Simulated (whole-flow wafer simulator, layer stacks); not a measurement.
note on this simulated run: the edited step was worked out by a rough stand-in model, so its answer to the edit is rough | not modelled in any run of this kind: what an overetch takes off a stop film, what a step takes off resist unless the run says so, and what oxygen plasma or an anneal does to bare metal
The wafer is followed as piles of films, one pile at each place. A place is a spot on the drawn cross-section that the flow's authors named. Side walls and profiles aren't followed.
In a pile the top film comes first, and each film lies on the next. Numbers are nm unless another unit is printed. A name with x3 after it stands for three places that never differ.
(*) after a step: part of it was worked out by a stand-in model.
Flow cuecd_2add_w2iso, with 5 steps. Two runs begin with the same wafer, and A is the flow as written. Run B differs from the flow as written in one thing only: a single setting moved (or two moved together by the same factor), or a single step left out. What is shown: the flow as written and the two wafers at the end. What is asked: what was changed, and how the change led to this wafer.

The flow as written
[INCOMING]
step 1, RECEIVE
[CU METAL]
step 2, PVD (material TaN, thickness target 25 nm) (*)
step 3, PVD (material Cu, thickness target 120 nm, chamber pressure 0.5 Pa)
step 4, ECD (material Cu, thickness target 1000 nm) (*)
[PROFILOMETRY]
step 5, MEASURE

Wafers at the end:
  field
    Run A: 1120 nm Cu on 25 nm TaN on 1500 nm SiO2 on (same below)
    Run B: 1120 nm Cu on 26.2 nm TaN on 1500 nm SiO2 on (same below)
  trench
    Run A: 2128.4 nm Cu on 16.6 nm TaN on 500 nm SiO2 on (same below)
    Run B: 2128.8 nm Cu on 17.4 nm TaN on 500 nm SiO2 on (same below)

Cause: step 2, PVD: thickness target 26.2 nm was run, though the flow has thickness target 25 nm.
The wafer lets one read it off: field has TaN 26.2, and step 2 as written asks for 25 nm.

Step by step, how the change led to this:
  step 2, PVD (material TaN, thickness target 25 nm) (*)
      field: A TaN gains 25 (new film) | B TaN gains 26.2 (new film)
      trench: A TaN gains 16.6 (new film) | B TaN gains 17.4 (new film)
